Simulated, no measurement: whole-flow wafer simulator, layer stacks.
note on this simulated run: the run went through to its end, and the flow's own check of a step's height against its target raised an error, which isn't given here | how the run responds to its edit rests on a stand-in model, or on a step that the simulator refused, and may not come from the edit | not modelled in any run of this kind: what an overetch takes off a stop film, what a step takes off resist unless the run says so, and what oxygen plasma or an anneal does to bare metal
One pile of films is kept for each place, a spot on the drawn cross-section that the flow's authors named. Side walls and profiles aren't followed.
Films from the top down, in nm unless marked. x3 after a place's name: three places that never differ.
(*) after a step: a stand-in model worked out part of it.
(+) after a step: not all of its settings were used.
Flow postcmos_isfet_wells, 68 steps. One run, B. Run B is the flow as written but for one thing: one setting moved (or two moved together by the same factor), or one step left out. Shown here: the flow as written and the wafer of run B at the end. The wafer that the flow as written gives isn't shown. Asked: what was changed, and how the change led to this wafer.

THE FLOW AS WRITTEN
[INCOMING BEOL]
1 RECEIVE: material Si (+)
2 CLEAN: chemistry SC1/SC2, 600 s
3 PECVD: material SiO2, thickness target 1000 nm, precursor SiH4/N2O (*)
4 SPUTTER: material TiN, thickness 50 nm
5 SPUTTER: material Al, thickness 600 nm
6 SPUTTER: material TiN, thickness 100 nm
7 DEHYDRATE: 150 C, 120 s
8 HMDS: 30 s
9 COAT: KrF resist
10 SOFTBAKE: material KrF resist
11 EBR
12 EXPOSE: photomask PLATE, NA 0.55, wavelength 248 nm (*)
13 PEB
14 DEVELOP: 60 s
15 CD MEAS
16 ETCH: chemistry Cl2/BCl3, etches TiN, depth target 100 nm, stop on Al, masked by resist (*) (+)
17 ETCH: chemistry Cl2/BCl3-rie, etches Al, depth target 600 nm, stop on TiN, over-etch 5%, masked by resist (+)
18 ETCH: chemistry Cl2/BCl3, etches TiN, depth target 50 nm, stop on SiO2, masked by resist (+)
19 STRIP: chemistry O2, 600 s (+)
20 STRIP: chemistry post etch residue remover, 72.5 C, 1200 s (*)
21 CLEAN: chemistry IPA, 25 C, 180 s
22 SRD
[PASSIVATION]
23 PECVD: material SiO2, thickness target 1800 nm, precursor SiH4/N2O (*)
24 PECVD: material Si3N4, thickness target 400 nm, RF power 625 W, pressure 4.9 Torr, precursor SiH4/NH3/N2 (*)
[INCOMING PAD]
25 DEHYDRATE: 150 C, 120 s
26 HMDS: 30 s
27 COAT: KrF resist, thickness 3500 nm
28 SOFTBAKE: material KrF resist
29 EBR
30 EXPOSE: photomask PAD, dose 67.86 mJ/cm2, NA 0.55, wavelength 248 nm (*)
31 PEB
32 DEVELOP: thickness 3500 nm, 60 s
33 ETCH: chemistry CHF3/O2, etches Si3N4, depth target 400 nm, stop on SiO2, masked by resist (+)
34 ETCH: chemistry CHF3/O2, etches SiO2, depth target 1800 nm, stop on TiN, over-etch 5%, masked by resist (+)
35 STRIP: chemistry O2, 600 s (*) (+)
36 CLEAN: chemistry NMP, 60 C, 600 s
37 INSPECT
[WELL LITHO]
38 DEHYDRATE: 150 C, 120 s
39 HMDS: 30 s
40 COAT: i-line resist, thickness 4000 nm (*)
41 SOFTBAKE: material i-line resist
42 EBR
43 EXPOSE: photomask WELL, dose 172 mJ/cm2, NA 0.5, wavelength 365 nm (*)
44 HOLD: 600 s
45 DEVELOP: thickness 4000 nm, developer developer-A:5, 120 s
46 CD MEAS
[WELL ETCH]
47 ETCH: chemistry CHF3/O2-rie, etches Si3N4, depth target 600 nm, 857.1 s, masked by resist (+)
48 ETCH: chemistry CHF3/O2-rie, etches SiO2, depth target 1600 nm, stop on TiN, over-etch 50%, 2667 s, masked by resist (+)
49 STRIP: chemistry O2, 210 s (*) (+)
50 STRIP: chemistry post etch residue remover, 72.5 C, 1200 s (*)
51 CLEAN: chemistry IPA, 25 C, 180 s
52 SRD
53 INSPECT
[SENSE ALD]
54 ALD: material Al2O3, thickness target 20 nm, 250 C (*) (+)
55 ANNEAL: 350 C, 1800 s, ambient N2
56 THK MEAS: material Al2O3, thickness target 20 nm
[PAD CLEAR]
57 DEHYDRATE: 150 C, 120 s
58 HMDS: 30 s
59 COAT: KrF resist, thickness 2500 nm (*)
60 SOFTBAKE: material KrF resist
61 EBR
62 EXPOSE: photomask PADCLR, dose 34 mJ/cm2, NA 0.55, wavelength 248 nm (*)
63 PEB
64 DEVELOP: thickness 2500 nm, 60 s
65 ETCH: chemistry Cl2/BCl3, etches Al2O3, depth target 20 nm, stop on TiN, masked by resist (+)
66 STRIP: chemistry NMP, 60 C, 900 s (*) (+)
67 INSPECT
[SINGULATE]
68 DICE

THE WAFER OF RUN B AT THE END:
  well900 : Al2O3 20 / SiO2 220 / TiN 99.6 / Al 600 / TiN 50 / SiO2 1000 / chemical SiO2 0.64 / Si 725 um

The cause: step 48, ETCH: depth target 920 nm was run, where the flow has depth target 1600 nm.

How the change led to this, step by step:
  48 ETCH: chemistry CHF3/O2-rie, etches SiO2, depth target 1600 nm, stop on TiN, over-etch 50%, 2667 s, masked by resist (+)
      well900, well1300 x3: SiO2 -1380 (as written it would be: SiO2 -1600 (all of it))
      field, margin, pad_rim, pad_clr, pad_open: i-line resist -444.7 (as written it would be: i-line resist -773.3)
  49 STRIP: chemistry O2, 210 s (*) (+)
      field, margin, pad_rim: i-line resist -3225 (all of it) (as written it would be: i-line resist -2896.3 (all of it))
      pad_clr: i-line resist -2325.2 (all of it) (as written it would be: i-line resist -1996.5 (all of it))
      (and at 1 more place)
  59 COAT: KrF resist, thickness 2500 nm (*)
      field: KrF resist +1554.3 (new film) (as written it would be: KrF resist +1449 (new film))
      margin: KrF resist +1554.2 (new film) (as written it would be: KrF resist +1448.9 (new film))
  63 PEB
      field, margin: KrF resist -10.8 (as written it would be: KrF resist -10.1)
  66 STRIP: chemistry NMP, 60 C, 900 s (*) (+)
      field: KrF resist -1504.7 (all of it) (as written it would be: KrF resist -1400.1 (all of it))
      margin: KrF resist -1504.6 (all of it) (as written it would be: KrF resist -1400.1 (all of it))
